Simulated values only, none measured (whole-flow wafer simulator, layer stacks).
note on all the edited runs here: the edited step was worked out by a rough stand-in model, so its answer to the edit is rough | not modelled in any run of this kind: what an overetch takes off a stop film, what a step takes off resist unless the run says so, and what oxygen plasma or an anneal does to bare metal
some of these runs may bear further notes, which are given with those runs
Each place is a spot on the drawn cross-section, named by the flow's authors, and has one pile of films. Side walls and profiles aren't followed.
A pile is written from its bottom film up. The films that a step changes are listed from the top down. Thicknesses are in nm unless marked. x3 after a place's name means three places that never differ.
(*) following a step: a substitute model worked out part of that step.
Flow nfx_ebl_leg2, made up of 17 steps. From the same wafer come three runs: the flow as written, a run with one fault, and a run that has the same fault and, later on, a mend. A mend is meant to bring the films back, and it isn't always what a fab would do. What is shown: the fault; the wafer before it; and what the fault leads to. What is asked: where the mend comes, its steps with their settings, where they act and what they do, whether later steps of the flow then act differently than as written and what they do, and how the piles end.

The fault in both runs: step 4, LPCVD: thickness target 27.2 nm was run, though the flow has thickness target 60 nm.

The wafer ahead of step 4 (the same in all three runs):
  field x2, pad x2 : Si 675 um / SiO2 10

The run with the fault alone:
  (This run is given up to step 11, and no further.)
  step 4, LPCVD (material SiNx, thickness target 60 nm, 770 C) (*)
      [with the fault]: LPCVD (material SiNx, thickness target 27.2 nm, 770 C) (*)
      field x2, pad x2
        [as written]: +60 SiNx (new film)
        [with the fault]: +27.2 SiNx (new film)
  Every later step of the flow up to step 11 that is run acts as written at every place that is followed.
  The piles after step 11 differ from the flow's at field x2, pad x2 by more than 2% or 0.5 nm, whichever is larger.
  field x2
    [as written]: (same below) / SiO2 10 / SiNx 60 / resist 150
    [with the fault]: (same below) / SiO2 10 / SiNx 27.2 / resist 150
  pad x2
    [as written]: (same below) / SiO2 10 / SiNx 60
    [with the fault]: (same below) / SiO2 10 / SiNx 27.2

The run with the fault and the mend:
  After step 11 comes the mend.
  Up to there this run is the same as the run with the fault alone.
  step 11a, STRIP (resist, chemistry O2, 25 C) (*)
      field x2
        -150 resist (all of it)
  step 11b, CLEAN (chemistry SC1/SC2) (*) (the flow's step 2 again)
      alters no film at any place that is followed
  step 11c, LPCVD (material SiNx, thickness target 32.8 nm, 770 C) (*) (the flow's step 4 again, with other settings)
      field x2, pad x2
        +32.8 SiNx
  step 11d, DEHYDRATE (180 C, 120 s) (the flow's step 6 again)
      alters no film at any place that is followed
  step 11e, COAT (resist, thickness 150 nm) (the flow's step 7 again)
      field x2, pad x2
        +150 resist (new film)
  step 11f, SOFTBAKE (resist, 150 C, 60 s) (the flow's step 8 again)
      alters no film at any place that is followed
  step 11g, EXPOSE (PMMA, thickness 150 nm, photomask GRATING) (*) (the flow's step 9 again)
      alters no film at any place that is followed
  step 11h, DEVELOP (resist, thickness 150 nm, developer developer-C-546, 60 s) (*) (the flow's step 10 again)
      pad x2
        -150 resist (all of it)
  Every later step of the flow that is run acts as written at every place that is followed.
  At every place that both follow, the piles at the end match the flow's.
